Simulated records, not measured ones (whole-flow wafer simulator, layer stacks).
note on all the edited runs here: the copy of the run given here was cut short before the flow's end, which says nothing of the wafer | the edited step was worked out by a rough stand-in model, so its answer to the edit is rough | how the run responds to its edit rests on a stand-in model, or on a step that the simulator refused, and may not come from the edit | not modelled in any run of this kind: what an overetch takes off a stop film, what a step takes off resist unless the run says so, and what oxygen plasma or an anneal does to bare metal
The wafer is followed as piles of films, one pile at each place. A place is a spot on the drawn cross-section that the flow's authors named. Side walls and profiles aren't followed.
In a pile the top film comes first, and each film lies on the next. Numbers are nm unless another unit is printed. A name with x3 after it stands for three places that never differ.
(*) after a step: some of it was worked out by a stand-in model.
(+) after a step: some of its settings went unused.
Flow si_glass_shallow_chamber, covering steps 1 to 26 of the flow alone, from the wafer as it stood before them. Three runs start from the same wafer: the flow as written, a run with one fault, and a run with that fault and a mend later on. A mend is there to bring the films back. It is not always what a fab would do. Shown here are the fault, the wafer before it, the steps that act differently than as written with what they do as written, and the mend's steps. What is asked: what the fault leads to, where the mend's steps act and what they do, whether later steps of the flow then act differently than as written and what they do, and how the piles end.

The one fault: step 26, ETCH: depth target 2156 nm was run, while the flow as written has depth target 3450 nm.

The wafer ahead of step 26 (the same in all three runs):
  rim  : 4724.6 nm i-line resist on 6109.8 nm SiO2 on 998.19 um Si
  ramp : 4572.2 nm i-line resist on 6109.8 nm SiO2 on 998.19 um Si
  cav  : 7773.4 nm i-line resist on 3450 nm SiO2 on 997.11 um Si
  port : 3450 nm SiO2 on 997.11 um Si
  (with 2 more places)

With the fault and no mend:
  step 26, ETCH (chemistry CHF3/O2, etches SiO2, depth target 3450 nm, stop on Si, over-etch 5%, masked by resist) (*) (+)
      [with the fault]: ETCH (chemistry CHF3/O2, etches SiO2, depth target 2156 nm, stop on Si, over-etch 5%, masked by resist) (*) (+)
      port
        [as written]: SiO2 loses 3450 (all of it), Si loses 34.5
        [with the fault]: SiO2 loses 2263.8
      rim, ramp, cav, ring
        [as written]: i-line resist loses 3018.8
        [with the fault]: i-line resist loses 1886.5
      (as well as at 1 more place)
  Every later step of the flow that is run acts as written at every place that is followed.
  By the end, the piles at rim, ramp, cav, port, septum, ring depart from the flow's by more than 2% or 0.5 nm, whichever is larger.
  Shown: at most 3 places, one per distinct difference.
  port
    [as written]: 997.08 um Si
    [with the fault]: 1186.2 nm SiO2 on 997.11 um Si
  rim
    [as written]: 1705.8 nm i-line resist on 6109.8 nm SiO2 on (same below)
    [with the fault]: 2838.1 nm i-line resist on 6109.8 nm SiO2 on (same below)
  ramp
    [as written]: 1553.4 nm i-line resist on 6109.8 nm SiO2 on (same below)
    [with the fault]: 2685.7 nm i-line resist on 6109.8 nm SiO2 on (same below)

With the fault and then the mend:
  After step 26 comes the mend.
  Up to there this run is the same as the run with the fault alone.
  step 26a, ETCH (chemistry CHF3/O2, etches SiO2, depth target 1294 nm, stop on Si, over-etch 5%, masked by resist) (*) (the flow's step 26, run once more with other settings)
      rim, ramp, cav, septum, ring
        i-line resist loses 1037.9
      port
        SiO2 loses 1186.2 (all of it), Si loses 34.5
  Every later step of the flow that is run acts as written at every place that is followed.
  By the end, the piles at rim, ramp, septum, ring depart from the flow's by more than 2% or 0.5 nm, whichever is larger.
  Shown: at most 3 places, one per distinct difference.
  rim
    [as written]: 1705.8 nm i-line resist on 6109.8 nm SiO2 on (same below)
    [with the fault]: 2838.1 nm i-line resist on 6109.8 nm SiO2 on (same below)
    [with the mend]: 1800.2 nm i-line resist on 6109.8 nm SiO2 on (same below)
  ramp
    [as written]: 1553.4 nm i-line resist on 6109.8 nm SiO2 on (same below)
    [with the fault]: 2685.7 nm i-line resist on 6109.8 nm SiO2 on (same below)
    [with the mend]: 1647.7 nm i-line resist on 6109.8 nm SiO2 on (same below)
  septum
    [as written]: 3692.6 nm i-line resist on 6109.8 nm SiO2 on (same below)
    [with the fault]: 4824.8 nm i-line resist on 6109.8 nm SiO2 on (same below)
    [with the mend]: 3786.9 nm i-line resist on 6109.8 nm SiO2 on (same below)
